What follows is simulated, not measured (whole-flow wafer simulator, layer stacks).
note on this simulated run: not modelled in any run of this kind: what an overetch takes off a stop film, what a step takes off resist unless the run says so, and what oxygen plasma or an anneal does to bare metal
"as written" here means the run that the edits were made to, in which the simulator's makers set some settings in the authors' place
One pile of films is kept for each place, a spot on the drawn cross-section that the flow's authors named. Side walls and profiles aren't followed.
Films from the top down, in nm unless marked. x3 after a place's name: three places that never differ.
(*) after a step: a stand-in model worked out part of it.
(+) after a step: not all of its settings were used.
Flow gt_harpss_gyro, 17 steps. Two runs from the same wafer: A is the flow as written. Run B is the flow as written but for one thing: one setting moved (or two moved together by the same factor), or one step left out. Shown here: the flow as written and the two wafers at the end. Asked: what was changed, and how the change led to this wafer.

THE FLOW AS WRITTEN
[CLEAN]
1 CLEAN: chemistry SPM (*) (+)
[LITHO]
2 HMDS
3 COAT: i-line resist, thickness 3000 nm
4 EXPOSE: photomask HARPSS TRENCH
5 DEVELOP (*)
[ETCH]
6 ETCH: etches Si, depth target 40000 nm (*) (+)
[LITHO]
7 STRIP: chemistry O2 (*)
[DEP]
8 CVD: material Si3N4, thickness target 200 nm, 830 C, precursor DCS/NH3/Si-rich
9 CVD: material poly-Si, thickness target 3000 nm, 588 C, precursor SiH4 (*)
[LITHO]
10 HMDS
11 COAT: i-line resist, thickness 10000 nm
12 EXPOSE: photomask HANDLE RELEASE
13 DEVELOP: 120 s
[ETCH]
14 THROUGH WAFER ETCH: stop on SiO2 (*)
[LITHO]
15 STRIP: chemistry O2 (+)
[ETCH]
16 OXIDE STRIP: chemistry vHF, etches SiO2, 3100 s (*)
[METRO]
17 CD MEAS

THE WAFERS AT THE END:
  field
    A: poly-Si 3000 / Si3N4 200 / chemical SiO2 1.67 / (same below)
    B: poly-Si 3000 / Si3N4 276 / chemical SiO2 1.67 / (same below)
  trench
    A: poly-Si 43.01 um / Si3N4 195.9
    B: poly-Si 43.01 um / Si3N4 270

The cause: step 8, CVD: thickness target 276 nm was run, where the flow has thickness target 200 nm.
It can be read off the wafer: field has Si3N4 276, and step 8 as written asks for 200 nm.

How the change led to this, step by step:
  8 CVD: material Si3N4, thickness target 200 nm, 830 C, precursor DCS/NH3/Si-rich
      field: A Si3N4 +200 (new film) | B Si3N4 +276 (new film)
      trench: A Si3N4 +195.9 (new film) | B Si3N4 +270 (new film)
